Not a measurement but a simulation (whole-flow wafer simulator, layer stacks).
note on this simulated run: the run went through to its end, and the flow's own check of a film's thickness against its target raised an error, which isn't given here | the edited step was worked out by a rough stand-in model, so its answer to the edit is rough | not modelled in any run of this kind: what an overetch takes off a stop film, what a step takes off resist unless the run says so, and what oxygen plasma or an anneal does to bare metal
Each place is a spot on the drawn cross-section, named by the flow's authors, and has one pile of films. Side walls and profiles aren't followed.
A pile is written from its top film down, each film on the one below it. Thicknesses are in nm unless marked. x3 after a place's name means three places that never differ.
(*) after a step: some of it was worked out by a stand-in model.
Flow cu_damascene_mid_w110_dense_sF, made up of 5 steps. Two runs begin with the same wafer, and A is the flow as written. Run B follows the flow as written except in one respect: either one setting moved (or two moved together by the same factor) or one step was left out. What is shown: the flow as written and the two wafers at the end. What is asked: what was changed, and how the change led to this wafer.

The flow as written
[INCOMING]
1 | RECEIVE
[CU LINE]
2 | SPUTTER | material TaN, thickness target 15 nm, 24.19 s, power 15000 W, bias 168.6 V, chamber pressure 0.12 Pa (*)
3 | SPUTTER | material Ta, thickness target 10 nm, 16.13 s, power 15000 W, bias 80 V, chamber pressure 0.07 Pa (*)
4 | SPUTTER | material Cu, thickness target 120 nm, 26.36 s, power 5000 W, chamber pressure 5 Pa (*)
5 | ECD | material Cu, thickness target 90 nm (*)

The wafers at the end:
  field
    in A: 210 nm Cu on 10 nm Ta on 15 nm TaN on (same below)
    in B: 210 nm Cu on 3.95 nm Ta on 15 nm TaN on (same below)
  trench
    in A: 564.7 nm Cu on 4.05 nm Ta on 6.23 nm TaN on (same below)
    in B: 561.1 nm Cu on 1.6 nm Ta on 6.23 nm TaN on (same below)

What caused this: step 3, SPUTTER: 6.371 s was run, though the flow has 16.13 s.

The path from the change to this, step by step:
  3 | SPUTTER | material Ta, thickness target 10 nm, 16.13 s, power 15000 W, bias 80 V, chamber pressure 0.07 Pa (*)
      field: A +10 Ta (new film) | B +3.95 Ta (new film)
      trench: A +4.05 Ta (new film) | B +1.6 Ta (new film)
